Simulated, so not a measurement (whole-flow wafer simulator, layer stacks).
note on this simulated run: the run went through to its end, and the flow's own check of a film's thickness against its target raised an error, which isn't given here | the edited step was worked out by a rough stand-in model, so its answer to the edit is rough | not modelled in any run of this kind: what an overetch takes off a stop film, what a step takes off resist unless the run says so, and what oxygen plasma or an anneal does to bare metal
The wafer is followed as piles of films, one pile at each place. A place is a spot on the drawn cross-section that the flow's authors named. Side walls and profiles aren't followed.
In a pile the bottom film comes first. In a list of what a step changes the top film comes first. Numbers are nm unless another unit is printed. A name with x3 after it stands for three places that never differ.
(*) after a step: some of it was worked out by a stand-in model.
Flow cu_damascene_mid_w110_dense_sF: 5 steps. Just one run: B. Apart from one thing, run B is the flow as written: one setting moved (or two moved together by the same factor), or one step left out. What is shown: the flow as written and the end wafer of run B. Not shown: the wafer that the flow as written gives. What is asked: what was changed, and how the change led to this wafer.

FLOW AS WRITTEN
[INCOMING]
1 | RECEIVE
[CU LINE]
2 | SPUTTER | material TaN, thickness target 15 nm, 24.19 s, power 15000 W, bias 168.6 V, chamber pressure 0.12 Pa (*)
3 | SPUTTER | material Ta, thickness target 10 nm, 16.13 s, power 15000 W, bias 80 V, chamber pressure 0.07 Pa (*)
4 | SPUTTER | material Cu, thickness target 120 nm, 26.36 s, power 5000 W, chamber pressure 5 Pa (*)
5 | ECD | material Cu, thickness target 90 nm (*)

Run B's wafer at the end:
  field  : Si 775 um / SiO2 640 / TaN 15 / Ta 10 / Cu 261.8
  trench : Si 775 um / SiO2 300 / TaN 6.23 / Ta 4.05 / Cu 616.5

Cause: step 5, ECD: thickness target 141.8 nm was run, whereas the flow has thickness target 90 nm.

How this came from the change, step by step:
  5 | ECD | material Cu, thickness target 90 nm (*)
      field: Cu gains 141.8 (it would be, as written: Cu gains 90)
      trench: Cu gains 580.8 (it would be, as written: Cu gains 529)
